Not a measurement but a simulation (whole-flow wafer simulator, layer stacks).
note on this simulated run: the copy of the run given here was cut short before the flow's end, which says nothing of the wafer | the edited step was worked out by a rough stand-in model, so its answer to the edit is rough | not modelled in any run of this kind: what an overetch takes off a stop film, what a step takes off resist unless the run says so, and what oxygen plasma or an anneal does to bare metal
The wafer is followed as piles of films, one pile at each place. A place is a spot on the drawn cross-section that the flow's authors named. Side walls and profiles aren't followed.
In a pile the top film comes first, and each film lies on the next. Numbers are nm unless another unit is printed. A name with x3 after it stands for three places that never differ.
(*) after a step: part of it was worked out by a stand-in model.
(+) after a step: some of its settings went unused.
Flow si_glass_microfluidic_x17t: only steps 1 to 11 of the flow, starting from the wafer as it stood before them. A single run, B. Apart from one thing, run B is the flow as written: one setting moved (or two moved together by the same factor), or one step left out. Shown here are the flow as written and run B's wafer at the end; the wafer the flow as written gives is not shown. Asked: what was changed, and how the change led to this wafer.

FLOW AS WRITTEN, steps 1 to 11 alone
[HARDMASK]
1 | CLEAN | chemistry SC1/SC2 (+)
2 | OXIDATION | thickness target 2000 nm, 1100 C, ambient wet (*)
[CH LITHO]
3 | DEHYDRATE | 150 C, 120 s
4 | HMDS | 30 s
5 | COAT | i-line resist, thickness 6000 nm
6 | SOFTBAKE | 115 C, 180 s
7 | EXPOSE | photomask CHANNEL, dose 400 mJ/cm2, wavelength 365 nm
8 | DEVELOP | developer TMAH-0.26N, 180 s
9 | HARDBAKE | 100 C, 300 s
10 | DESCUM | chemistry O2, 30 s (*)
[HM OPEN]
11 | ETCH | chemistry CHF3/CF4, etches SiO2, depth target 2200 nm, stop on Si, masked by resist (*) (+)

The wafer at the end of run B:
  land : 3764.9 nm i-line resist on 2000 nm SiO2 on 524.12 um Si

Cause: step 11, ETCH: depth target 2640 nm was run, whereas the flow has depth target 2200 nm.

The path from the change to this, step by step:
  11 | ETCH | chemistry CHF3/CF4, etches SiO2, depth target 2200 nm, stop on Si, masked by resist (*) (+)
      land: i-line resist loses 2200 (in the flow as written it would be: i-line resist loses 1833.3)
